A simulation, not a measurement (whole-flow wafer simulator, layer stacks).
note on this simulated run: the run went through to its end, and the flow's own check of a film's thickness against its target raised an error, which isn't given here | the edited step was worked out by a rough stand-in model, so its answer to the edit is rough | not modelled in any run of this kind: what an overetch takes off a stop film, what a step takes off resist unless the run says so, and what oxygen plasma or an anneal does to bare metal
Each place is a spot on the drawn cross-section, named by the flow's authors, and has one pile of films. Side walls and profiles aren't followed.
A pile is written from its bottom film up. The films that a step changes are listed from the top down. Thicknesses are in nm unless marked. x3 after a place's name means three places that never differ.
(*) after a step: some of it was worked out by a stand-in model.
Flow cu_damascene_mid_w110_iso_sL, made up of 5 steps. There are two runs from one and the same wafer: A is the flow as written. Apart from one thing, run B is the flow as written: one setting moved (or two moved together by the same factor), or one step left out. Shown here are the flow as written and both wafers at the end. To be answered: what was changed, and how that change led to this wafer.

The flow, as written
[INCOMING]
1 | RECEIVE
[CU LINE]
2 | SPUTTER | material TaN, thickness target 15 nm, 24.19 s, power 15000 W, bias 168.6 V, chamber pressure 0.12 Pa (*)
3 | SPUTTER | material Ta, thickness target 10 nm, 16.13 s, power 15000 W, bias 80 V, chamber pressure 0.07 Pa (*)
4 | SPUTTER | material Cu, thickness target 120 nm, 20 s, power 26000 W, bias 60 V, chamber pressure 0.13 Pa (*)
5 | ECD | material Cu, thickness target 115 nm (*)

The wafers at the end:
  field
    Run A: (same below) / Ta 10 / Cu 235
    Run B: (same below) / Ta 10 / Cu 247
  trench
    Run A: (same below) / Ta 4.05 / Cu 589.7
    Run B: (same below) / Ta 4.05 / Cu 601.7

What caused this: step 4, SPUTTER: 22 s was run, though the flow has 20 s.

Step by step, how the change led to this:
  4 | SPUTTER | material Cu, thickness target 120 nm, 20 s, power 26000 W, bias 60 V, chamber pressure 0.13 Pa (*)
      field: A +120 Cu (new film) | B +132 Cu (new film)
      trench: A +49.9 Cu (new film) | B +54.9 Cu (new film)
